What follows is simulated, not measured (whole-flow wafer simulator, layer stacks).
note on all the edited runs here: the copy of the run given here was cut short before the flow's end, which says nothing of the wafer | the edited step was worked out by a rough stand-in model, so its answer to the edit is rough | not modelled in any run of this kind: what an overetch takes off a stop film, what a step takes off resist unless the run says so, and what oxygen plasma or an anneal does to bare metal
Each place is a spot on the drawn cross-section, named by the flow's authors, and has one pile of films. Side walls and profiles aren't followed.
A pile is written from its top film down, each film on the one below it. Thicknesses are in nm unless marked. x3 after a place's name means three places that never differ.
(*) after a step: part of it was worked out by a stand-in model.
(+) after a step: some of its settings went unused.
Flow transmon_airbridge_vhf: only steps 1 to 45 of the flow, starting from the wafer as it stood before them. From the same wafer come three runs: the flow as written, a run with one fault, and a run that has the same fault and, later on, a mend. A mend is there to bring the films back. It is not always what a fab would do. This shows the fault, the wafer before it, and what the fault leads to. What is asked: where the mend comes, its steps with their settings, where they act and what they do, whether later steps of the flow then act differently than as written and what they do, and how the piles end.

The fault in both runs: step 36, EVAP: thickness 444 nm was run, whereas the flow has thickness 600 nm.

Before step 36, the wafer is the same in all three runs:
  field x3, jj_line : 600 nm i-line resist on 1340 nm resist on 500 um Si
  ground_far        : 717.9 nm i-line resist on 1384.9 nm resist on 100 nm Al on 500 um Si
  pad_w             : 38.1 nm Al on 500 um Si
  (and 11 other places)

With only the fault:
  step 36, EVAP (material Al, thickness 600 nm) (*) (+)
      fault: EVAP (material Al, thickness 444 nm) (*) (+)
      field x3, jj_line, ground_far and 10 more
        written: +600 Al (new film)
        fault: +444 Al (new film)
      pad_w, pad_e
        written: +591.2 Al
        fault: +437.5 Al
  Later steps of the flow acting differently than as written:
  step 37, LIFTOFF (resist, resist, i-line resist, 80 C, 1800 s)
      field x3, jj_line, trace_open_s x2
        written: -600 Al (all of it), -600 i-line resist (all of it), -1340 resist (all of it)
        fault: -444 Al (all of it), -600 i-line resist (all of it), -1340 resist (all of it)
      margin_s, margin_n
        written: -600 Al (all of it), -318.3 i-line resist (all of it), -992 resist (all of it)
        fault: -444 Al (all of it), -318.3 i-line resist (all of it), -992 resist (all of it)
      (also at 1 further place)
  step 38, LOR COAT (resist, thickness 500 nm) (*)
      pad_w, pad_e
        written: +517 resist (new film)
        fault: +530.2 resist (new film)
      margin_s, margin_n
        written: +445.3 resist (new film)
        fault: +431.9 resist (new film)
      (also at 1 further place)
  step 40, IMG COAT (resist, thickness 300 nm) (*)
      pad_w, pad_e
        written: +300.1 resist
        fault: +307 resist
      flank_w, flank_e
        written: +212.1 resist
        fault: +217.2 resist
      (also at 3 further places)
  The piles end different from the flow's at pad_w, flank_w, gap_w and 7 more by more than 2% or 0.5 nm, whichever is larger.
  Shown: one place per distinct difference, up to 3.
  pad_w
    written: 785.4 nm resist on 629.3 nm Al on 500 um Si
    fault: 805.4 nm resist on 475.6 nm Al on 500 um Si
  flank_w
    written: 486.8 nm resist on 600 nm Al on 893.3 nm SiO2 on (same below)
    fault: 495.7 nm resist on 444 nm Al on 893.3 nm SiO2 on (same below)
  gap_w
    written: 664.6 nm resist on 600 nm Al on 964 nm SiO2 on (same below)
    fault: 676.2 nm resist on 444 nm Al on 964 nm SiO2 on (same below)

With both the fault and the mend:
  The mend follows step 36.
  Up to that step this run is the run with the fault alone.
  step 36a, EVAP (material Al, thickness 156 nm) (*) (+) (a further turn of the flow's step 36, with different settings)
      field x3, jj_line, ground_far and 10 more
        +156 Al
      pad_w, pad_e
        +153.7 Al
  Later steps of the flow that are run all act as written at every place that is followed, up to a difference of at most 2% or 0.5 nm, whichever is larger.
  The piles end only slightly different from the flow's at the places that both follow, by no more than 2% or 0.5 nm, whichever is larger.
